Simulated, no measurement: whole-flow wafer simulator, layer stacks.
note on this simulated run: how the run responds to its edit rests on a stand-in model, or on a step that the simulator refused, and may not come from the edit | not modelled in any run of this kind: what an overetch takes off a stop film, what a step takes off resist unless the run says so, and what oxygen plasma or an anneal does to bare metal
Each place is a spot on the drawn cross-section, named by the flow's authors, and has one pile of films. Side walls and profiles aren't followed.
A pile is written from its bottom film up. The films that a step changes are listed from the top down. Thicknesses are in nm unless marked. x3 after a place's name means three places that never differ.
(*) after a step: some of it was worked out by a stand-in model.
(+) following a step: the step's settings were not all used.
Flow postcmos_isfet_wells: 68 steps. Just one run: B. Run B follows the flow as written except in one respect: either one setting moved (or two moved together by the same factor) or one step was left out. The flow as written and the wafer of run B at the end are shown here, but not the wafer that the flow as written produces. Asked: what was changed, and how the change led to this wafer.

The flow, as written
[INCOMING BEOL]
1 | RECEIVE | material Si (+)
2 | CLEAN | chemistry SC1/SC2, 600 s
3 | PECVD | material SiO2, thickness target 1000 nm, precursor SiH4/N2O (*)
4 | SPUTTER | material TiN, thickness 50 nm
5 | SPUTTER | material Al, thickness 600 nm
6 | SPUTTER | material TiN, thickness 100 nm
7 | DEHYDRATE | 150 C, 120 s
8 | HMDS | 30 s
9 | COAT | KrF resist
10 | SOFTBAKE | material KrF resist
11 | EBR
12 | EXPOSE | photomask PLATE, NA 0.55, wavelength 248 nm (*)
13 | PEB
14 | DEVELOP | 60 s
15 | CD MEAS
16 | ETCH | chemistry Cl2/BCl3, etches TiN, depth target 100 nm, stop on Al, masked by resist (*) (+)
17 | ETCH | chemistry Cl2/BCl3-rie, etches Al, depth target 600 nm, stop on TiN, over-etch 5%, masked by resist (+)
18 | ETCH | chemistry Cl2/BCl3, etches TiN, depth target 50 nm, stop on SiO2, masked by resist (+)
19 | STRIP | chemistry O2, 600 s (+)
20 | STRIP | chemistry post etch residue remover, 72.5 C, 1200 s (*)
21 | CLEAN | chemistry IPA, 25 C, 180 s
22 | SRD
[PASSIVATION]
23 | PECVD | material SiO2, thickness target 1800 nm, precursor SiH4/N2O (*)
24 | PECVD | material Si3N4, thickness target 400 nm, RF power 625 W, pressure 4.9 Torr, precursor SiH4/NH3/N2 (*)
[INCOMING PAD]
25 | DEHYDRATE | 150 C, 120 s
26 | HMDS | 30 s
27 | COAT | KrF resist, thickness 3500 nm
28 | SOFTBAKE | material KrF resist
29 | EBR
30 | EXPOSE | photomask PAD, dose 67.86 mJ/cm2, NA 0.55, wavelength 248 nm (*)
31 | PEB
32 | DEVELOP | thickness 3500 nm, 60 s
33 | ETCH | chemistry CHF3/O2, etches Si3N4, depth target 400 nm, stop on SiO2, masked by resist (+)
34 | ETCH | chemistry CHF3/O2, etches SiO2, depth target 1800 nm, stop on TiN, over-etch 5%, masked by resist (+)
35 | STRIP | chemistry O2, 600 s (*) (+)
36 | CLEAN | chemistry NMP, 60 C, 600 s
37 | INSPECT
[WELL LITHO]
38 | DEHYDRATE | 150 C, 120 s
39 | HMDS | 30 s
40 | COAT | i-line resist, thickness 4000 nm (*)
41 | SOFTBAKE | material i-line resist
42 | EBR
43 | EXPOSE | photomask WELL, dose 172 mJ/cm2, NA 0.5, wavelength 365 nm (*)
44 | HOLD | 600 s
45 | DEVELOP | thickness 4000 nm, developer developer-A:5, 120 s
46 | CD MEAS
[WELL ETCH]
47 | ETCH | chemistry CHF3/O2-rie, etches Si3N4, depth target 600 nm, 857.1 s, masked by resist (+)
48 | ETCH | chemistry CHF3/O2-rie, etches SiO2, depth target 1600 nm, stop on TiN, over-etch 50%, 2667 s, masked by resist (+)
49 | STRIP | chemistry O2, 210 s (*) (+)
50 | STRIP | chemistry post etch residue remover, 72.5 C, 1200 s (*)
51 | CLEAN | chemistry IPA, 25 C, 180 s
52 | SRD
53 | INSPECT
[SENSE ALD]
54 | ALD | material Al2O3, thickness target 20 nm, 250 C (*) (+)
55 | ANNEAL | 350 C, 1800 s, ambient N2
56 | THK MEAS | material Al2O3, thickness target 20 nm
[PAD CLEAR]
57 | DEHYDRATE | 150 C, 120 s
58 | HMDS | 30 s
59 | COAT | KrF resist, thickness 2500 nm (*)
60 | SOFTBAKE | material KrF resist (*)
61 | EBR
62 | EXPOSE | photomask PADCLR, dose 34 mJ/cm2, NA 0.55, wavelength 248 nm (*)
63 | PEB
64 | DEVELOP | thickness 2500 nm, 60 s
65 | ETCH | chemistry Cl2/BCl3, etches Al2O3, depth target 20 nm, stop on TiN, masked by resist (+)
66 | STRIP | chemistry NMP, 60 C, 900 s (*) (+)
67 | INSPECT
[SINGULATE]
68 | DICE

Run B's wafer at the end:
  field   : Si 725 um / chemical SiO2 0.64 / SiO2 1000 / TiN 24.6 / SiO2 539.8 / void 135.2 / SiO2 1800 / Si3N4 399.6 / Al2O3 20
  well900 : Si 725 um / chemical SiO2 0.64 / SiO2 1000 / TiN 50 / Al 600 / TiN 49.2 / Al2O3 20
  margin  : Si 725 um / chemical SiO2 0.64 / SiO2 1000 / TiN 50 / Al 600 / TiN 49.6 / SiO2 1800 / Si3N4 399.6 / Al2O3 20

Cause: step 6, SPUTTER: thickness 50 nm was run, whereas the flow has thickness 100 nm; step 18, ETCH: depth target 25 nm was run, where the flow has depth target 50 nm.

The path from the change to this, step by step:
  6 | SPUTTER | material TiN, thickness 100 nm
      field, margin, well900 and 6 more: +50 TiN (new film) (as written it would have been: +100 TiN (new film))
  16 | ETCH | chemistry Cl2/BCl3, etches TiN, depth target 100 nm, stop on Al, masked by resist (*) (+)
      margin, well900, well1300, well2000, well3000, pad_rim, pad_clr, pad_open: -30 KrF resist (as written it would have been: -40 KrF resist)
      field: -50 TiN (all of it) (as written it would have been: -100 TiN (all of it))
  18 | ETCH | chemistry Cl2/BCl3, etches TiN, depth target 50 nm, stop on SiO2, masked by resist (+)
      field: -25 TiN (as written it would have been: -50 TiN (all of it))
      margin, well900, well1300, well2000, well3000, pad_rim, pad_clr, pad_open: -10 KrF resist (as written it would have been: -20 KrF resist)
  19 | STRIP | chemistry O2, 600 s (+)
      margin, well900, well1300, well2000, well3000, pad_rim, pad_clr, pad_open: -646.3 KrF resist (all of it) (as written it would have been: -626.3 KrF resist (all of it))
  23 | PECVD | material SiO2, thickness target 1800 nm, precursor SiH4/N2O (*)
      field: +1800 SiO2 (new film), +135.2 void (new film), +539.8 SiO2 (new film) (as written it would have been: +1800 SiO2 (new film), +189.9 void (new film), +559.7 SiO2)
With metal films that touch counted as one body, field has 1 body; the flow as written gives 0 bodies.
